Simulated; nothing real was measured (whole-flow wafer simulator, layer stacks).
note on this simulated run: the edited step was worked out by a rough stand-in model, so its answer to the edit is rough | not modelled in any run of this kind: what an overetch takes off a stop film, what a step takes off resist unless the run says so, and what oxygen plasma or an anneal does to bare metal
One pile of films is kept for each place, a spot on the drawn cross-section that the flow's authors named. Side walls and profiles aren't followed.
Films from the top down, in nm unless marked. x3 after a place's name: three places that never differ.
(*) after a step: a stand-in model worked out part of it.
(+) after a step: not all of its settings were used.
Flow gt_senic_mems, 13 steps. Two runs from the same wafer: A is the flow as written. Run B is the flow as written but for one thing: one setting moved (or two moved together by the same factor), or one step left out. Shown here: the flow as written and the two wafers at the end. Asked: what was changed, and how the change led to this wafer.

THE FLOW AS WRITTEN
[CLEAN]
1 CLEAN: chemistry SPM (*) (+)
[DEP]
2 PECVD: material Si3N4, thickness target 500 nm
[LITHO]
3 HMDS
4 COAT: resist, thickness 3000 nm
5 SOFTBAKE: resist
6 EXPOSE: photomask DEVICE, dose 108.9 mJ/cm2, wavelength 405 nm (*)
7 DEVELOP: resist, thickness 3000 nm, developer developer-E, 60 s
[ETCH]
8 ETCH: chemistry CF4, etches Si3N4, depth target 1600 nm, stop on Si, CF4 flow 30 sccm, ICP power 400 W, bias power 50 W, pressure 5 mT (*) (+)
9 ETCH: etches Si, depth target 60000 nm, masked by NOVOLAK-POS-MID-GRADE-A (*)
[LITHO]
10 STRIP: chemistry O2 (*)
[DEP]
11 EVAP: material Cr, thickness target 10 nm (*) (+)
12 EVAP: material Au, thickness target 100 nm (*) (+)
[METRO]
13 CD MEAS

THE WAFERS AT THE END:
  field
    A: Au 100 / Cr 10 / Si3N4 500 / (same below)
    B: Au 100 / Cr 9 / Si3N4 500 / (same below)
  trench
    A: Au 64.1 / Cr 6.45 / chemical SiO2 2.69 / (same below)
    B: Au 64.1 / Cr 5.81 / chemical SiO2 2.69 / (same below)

The cause: step 11, EVAP: thickness target 9 nm was run, where the flow has thickness target 10 nm.
It can be read off the wafer: field has Cr 9, and step 11 as written asks for 10 nm.

How the change led to this, step by step:
  11 EVAP: material Cr, thickness target 10 nm (*) (+)
      field: A Cr +10 (new film) | B Cr +9 (new film)
      trench: A Cr +6.45 (new film) | B Cr +5.81 (new film)
